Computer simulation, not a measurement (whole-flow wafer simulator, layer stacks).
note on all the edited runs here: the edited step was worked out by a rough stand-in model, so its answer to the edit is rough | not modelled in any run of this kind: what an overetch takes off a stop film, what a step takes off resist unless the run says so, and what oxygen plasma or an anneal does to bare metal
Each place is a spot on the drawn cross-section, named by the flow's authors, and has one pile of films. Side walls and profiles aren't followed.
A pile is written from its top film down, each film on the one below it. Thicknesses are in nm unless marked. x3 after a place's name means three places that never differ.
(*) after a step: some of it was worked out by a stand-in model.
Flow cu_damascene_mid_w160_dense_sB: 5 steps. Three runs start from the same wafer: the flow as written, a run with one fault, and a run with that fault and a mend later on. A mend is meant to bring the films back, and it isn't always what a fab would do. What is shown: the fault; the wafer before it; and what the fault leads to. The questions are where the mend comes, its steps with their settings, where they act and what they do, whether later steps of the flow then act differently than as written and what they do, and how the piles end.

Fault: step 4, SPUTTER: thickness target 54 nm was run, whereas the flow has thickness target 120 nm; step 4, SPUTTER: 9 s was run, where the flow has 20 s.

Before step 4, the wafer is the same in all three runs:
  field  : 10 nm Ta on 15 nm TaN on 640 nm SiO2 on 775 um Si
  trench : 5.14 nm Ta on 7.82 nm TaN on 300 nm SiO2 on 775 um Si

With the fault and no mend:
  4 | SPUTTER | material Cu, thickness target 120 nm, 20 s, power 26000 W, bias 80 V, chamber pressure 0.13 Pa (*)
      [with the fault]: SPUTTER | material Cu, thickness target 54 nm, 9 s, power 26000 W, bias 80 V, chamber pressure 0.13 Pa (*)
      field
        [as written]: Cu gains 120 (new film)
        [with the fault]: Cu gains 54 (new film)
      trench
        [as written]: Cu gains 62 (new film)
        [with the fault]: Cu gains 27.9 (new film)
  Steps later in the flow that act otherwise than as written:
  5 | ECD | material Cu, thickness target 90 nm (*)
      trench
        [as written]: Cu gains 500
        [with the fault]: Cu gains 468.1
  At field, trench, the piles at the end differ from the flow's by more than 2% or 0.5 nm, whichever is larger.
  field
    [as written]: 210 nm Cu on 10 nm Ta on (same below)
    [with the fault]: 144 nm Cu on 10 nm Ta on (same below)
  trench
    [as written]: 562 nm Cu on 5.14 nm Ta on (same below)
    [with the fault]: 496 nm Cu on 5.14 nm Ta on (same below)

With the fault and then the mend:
  The mend stands after step 4.
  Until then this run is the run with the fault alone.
  4a | SPUTTER | material Cu, thickness target 66 nm, 11 s, power 26000 W, bias 80 V, chamber pressure 0.13 Pa (*) (the flow's step 4 again, with other settings)
      field
        Cu gains 66
      trench
        Cu gains 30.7
  Every later step of the flow that is run acts as written, at every place that is followed, to within 2% or 0.5 nm, whichever is larger.
  By the end, the piles equal the flow's at every place that both follow.
